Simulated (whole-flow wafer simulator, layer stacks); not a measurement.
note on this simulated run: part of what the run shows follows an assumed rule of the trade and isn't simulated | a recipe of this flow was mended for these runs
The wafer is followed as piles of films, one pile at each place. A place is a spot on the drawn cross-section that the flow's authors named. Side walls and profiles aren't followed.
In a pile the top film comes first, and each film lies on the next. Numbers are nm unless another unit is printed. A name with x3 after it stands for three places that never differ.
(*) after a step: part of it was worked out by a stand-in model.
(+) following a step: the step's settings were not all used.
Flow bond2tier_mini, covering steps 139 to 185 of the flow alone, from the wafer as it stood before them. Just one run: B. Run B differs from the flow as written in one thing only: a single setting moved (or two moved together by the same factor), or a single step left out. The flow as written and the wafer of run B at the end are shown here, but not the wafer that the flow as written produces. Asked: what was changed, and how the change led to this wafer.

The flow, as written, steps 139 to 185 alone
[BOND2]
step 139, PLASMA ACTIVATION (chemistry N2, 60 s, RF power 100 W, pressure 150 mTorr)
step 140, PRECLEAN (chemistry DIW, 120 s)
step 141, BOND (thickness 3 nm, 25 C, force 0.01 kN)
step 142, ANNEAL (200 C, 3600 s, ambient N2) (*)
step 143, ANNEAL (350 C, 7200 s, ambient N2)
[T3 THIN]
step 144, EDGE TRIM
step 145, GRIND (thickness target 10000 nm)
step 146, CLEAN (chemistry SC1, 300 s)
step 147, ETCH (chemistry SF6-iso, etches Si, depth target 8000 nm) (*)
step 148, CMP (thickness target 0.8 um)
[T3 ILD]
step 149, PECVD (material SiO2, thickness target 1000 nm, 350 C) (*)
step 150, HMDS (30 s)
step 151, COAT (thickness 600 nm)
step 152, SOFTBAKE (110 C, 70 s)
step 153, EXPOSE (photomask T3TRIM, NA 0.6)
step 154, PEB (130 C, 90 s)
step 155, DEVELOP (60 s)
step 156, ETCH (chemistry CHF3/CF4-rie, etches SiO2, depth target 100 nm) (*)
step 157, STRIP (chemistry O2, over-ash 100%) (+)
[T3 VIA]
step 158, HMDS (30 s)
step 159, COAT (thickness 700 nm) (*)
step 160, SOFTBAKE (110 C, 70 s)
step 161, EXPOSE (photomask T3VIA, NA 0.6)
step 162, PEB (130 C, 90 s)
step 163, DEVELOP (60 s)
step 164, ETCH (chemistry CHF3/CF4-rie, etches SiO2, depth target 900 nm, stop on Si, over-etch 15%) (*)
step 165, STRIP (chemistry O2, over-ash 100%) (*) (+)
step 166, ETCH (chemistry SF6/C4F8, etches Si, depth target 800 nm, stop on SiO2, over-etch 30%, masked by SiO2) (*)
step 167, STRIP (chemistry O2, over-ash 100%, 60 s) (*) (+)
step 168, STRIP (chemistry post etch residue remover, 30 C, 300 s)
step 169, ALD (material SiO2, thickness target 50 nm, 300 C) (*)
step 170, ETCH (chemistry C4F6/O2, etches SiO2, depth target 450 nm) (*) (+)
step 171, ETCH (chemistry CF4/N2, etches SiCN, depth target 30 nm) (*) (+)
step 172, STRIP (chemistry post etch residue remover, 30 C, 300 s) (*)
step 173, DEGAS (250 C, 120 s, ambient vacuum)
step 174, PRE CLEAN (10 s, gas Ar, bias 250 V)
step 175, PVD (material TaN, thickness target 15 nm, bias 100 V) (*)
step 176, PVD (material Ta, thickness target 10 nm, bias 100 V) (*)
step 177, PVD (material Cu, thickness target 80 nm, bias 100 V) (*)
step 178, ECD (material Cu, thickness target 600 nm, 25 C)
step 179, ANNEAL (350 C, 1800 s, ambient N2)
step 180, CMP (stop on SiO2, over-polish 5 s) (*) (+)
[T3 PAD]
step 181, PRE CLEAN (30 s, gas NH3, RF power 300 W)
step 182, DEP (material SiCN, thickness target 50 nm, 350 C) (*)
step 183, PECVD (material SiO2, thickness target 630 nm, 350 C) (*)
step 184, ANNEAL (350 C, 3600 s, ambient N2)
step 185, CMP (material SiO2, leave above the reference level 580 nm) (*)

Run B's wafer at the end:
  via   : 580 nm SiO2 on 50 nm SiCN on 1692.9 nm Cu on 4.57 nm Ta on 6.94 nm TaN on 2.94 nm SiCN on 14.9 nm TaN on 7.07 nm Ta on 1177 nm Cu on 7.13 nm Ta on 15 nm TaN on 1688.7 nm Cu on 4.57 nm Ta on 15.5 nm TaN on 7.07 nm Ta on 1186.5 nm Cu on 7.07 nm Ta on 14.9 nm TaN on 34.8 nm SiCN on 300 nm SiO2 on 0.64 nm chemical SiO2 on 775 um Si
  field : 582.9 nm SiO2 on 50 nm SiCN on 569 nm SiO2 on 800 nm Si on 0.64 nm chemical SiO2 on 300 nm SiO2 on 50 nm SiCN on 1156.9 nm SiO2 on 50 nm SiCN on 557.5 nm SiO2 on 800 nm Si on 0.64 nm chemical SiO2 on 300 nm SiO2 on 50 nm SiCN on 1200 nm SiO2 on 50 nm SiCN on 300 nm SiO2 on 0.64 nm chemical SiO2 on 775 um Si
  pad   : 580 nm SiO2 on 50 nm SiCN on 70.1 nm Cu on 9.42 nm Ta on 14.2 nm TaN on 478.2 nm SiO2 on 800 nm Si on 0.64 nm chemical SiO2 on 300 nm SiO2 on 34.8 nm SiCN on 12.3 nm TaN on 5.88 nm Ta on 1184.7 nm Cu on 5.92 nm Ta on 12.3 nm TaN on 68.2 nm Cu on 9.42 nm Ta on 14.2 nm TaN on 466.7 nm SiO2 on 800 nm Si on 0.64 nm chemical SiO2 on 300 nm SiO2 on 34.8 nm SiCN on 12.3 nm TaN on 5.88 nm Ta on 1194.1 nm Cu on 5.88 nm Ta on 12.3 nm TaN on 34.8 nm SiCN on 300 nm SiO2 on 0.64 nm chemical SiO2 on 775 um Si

Cause: step 171, ETCH: depth target 12.8 nm was run, though the flow has depth target 30 nm.

The path from the change to this, step by step:
  step 171, ETCH (chemistry CF4/N2, etches SiCN, depth target 30 nm) (*) (+)
      via: -12.8 SiCN (as written it would have been: -17.6 SiCN (all of it), -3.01 TaN)
      field, pad: -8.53 SiO2 (as written it would have been: -20 SiO2)
  step 174, PRE CLEAN (10 s, gas Ar, bias 250 V)
      via: -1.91 SiCN (as written it would have been: -3.19 TaN)
  step 175, PVD (material TaN, thickness target 15 nm, bias 100 V) (*)
      via: +6.94 TaN (new film) (as written it would have been: +6.94 TaN)
Taking metal films that touch as one body, via has 2 bodies (between them, from the top down: SiCN 2.94); the flow as written gives 1 body.
